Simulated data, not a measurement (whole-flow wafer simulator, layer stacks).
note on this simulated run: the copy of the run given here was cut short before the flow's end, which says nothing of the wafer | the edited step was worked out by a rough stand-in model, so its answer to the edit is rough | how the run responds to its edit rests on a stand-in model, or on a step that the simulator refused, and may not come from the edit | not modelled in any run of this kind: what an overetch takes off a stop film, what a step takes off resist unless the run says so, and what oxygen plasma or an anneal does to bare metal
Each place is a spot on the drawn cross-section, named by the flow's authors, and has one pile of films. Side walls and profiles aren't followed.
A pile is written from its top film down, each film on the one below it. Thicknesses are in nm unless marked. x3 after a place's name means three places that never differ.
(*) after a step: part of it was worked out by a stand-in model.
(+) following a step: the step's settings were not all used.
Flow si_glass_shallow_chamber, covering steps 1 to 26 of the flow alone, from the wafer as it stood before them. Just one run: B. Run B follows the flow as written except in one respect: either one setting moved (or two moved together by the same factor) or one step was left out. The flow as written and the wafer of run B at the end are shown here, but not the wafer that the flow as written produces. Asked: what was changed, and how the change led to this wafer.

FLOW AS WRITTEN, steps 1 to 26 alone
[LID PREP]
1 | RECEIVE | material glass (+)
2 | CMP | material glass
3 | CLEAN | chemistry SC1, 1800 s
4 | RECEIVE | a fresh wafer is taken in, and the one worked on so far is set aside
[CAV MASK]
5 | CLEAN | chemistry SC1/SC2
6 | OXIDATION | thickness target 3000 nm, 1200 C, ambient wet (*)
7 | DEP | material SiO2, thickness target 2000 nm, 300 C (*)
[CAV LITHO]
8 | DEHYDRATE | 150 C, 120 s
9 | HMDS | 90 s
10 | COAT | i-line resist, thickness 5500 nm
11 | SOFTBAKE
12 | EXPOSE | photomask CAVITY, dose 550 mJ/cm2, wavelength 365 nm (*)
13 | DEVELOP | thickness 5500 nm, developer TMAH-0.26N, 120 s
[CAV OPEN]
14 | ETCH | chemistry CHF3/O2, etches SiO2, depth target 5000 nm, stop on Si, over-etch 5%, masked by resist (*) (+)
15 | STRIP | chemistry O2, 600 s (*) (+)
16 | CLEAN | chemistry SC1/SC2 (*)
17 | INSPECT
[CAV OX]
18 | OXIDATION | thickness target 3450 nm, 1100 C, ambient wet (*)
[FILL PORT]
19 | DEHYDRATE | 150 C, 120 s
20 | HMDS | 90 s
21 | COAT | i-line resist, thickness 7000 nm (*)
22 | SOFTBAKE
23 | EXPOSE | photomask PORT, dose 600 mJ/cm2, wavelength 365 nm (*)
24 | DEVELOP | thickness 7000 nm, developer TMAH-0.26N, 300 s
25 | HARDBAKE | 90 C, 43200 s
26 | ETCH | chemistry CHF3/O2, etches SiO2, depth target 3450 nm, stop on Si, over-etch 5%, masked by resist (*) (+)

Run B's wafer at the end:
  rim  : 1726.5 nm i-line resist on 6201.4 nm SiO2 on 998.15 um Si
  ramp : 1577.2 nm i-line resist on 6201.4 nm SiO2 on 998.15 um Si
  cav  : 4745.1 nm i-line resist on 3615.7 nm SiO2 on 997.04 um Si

The reason: step 18, OXIDATION: 1118 C was run, while the flow as written has 1100 C.

Step by step, how the change led to this:
  18 | OXIDATION | thickness target 3450 nm, 1100 C, ambient wet (*)
      rim, ramp, septum, ring: SiO2 gains 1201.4, Si loses 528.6 (as written it would have been: SiO2 gains 1109.8, Si loses 488.3)
      cav, port: SiO2 gains 3615.7 (new film), chemical SiO2 loses 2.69 (all of it), Si loses 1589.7 (as written it would have been: SiO2 gains 3450 (new film), chemical SiO2 loses 2.69 (all of it), Si loses 1516.8)
  26 | ETCH | chemistry CHF3/O2, etches SiO2, depth target 3450 nm, stop on Si, over-etch 5%, masked by resist (*) (+)
      port: SiO2 loses 3615.7 (all of it), Si loses 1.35 (as written it would have been: SiO2 loses 3450 (all of it), Si loses 34.5)
